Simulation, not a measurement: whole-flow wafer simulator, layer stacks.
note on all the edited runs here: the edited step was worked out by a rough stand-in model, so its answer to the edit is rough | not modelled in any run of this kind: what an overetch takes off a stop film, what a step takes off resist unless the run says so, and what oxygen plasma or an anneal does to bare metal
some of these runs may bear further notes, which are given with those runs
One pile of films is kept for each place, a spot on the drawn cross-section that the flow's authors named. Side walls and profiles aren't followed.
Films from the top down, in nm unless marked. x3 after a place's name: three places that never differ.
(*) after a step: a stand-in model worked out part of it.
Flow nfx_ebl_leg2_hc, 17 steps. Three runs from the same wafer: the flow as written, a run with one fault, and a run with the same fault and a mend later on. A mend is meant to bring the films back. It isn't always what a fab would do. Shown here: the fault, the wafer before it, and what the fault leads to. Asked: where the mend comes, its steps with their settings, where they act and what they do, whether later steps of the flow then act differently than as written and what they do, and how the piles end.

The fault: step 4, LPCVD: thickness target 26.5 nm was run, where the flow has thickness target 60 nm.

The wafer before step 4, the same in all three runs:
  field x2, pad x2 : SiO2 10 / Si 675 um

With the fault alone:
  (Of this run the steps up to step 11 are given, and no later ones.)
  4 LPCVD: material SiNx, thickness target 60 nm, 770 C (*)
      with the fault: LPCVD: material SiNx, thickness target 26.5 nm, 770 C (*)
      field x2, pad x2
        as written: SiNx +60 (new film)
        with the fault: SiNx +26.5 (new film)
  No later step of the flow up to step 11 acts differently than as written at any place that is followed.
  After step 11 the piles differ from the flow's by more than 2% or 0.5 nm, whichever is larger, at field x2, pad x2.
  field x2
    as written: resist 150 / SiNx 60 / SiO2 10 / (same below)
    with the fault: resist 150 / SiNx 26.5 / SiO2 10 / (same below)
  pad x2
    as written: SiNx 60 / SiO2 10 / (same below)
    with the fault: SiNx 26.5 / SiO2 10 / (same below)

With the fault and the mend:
  The mend comes after step 5.
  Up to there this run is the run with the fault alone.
  5a ETCH: chemistry h3po4, depth target 30.47 nm
      field x2, pad x2
        SiNx -26.5 (all of it)
  5b CLEAN: chemistry SC1/SC2 (the flow's step 2 once more)
      changes no film at any place that is followed
  5c LPCVD: material SiNx, thickness target 60 nm, 770 C (*) (the flow's step 4 once more)
      field x2, pad x2
        SiNx +60 (new film)
  No later step of the flow acts differently than as written at any place that is followed.
  At the end the piles are the same as the flow's at every place that both follow.
